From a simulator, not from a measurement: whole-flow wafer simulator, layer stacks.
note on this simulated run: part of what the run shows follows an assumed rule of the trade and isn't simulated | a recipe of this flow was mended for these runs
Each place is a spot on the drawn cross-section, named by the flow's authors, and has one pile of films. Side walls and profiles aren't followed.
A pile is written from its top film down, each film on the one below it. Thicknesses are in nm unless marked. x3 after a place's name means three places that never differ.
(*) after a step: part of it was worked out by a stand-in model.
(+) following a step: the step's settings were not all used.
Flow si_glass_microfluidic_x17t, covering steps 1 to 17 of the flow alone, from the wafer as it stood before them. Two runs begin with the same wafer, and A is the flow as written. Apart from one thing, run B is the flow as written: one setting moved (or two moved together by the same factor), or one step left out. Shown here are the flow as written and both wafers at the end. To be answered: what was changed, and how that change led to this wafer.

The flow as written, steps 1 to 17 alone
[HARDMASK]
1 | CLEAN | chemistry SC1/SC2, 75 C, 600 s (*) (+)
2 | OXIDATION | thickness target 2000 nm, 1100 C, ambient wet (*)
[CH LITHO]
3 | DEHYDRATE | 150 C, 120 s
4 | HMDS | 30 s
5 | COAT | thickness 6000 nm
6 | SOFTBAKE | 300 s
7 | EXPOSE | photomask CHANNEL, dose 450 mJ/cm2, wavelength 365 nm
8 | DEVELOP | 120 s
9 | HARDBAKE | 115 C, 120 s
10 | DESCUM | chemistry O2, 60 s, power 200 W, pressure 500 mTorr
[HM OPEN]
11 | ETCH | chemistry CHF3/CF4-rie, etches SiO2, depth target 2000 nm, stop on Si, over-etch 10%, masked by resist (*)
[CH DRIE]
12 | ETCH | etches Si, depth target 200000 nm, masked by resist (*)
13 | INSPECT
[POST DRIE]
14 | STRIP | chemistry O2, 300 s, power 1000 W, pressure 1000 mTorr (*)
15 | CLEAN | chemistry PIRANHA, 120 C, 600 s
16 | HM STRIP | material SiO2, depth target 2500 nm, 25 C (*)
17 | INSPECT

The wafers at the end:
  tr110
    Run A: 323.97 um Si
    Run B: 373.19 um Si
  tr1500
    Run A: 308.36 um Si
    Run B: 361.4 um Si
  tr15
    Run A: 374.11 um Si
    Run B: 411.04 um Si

The reason: step 11, ETCH: depth target 1520 nm was run, while the flow as written has depth target 2000 nm.

Step by step, how the change led to this:
  11 | ETCH | chemistry CHF3/CF4-rie, etches SiO2, depth target 2000 nm, stop on Si, over-etch 10%, masked by resist (*)
      tr110, tr1500, tr15: A SiO2 loses 2000 (all of it), Si loses 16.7 | B SiO2 loses 1672
      land: A thick-i-line-resist loses 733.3 | B thick-i-line-resist loses 557.3
  12 | ETCH | etches Si, depth target 200000 nm, masked by resist (*)
      tr110: A Si loses 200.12 um | B SiO2 loses 328 (all of it), Si loses 150.92 um
      tr1500: A Si loses 215.73 um | B SiO2 loses 328 (all of it), Si loses 162.71 um
      (also at 1 further place)
  14 | STRIP | chemistry O2, 300 s, power 1000 W, pressure 1000 mTorr (*)
      land: A thick-i-line-resist loses 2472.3 (all of it) | B thick-i-line-resist loses 2648 (all of it)
